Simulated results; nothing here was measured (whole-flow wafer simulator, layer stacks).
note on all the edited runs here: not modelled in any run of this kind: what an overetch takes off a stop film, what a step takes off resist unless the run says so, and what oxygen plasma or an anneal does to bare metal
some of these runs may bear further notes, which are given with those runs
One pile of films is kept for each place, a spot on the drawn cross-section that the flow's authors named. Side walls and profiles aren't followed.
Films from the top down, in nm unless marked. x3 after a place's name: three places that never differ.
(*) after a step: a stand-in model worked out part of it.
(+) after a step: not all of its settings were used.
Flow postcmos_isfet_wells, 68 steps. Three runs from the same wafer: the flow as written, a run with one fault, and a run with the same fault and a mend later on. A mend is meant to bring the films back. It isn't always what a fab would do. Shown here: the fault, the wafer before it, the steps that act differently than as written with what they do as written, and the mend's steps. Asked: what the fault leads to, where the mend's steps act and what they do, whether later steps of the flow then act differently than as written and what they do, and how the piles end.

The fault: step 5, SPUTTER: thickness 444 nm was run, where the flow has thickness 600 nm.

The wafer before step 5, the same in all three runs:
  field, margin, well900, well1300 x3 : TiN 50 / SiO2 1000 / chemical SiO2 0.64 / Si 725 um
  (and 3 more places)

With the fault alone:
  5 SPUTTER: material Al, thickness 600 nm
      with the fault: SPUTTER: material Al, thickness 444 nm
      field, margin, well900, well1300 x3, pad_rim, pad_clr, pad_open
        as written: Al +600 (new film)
        with the fault: Al +444 (new film)
  Later steps of the flow that act differently than as written:
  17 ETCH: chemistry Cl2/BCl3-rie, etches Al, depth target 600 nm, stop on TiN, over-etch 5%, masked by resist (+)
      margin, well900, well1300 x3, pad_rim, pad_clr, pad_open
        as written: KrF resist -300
        with the fault: KrF resist -233.1
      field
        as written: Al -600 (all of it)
        with the fault: Al -444 (all of it)
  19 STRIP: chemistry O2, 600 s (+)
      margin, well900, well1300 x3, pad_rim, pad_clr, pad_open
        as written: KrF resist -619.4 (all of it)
        with the fault: KrF resist -686.3 (all of it)
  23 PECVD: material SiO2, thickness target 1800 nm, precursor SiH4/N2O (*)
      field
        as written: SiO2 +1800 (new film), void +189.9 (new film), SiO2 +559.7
        with the fault: SiO2 +2393.6
  At the end the piles differ from the flow's by more than 2% or 0.5 nm, whichever is larger, at field, margin, well900, well1300 x3, pad_rim, pad_clr, pad_open.
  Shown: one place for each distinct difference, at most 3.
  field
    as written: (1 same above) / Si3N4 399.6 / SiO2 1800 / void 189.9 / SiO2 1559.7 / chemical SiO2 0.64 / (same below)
    with the fault: (1 same above) / Si3N4 399.6 / SiO2 3393.6 / chemical SiO2 0.64 / (same below)
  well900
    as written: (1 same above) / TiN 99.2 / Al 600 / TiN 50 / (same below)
    with the fault: (1 same above) / TiN 99.2 / Al 444 / TiN 50 / (same below)
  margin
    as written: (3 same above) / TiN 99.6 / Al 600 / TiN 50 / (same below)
    with the fault: (3 same above) / TiN 99.6 / Al 444 / TiN 50 / (same below)

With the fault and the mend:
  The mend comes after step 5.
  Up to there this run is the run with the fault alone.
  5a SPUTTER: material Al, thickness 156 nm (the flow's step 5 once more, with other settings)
      field, margin, well900, well1300 x3, pad_rim, pad_clr, pad_open
        Al +156
  No later step of the flow acts differently than as written at any place that is followed.
  At the end the piles are the same as the flow's at every place that both follow.
